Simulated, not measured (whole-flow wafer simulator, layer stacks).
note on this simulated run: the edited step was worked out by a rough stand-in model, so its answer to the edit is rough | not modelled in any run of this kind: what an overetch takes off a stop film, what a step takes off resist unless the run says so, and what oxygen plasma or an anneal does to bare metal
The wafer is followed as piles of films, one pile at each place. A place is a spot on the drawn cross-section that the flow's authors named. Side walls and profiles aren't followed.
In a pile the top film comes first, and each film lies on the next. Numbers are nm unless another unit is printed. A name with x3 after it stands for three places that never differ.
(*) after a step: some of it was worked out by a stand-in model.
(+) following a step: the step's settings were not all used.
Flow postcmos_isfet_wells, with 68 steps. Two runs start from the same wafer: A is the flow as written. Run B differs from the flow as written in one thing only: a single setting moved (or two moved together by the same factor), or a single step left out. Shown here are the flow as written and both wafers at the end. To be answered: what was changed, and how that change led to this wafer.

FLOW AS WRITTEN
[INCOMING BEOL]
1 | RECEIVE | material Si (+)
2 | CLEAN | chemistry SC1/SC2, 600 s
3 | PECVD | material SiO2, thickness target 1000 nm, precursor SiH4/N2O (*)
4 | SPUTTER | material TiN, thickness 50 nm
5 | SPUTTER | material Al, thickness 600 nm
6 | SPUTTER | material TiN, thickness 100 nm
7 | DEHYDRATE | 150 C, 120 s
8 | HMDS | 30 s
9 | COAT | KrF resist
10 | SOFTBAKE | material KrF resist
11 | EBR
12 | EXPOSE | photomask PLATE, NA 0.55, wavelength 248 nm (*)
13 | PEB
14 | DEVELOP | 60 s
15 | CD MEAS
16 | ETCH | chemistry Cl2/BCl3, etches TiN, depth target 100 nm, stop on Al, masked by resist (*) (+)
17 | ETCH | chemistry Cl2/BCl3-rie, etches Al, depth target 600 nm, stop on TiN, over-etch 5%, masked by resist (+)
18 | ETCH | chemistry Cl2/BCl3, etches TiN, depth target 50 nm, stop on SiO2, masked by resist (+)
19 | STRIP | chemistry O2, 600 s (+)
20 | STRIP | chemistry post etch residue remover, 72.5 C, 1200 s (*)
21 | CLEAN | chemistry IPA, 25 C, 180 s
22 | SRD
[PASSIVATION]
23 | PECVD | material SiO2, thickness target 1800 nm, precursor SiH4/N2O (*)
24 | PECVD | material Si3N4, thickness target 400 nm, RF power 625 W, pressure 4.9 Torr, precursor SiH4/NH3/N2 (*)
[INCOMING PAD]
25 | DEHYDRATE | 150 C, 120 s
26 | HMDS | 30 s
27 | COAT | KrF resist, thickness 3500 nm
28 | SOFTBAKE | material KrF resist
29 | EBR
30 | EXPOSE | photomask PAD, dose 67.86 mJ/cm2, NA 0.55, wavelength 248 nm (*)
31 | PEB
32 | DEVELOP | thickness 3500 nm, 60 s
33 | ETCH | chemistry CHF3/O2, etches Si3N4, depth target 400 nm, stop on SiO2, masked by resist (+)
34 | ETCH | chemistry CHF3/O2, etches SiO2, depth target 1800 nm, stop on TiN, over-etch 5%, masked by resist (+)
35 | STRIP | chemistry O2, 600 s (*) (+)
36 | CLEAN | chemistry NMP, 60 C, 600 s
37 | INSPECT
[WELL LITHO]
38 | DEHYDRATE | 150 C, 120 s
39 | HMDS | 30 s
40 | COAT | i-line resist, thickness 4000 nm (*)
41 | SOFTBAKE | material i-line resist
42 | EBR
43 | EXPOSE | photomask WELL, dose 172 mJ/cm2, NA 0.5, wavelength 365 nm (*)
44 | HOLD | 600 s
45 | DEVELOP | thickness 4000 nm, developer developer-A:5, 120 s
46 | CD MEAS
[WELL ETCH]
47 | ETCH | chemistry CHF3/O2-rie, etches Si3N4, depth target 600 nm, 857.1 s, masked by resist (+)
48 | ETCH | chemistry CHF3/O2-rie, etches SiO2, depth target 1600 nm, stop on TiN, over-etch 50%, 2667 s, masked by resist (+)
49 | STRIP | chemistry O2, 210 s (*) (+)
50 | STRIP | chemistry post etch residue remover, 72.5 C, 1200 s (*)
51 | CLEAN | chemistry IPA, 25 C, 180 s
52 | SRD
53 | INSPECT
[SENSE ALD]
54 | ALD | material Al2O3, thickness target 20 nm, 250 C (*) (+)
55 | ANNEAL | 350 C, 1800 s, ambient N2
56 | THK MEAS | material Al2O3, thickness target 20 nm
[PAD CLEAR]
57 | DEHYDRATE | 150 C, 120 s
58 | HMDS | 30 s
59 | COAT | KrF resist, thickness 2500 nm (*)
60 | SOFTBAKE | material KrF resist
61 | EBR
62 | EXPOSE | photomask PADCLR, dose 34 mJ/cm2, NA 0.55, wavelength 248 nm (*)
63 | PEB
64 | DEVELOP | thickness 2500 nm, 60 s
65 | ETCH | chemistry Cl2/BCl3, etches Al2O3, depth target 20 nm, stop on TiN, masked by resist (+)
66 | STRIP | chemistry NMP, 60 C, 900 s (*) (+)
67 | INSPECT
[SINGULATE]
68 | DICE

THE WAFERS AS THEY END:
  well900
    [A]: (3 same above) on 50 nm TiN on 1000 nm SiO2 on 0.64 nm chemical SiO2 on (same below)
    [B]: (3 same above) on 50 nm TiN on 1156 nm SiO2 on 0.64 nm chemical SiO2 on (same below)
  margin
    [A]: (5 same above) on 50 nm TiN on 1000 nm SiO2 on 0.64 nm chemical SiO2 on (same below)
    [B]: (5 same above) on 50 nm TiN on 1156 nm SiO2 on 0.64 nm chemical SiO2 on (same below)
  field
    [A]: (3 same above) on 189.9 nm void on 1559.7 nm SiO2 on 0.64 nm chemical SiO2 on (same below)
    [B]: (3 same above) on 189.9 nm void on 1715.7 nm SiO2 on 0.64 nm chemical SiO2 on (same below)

What caused this: step 3, PECVD: thickness target 1156 nm was run, while the flow as written has thickness target 1000 nm.
One can read it off the wafer: well900 has SiO2 1156, and step 3 as written asks for 1000 nm.

Step by step, how the change led to this:
  3 | PECVD | material SiO2, thickness target 1000 nm, precursor SiH4/N2O (*)
      field, margin, well900, well1300 x3, pad_rim, pad_clr, pad_open: A +1000 SiO2 (new film) | B +1156 SiO2 (new film)
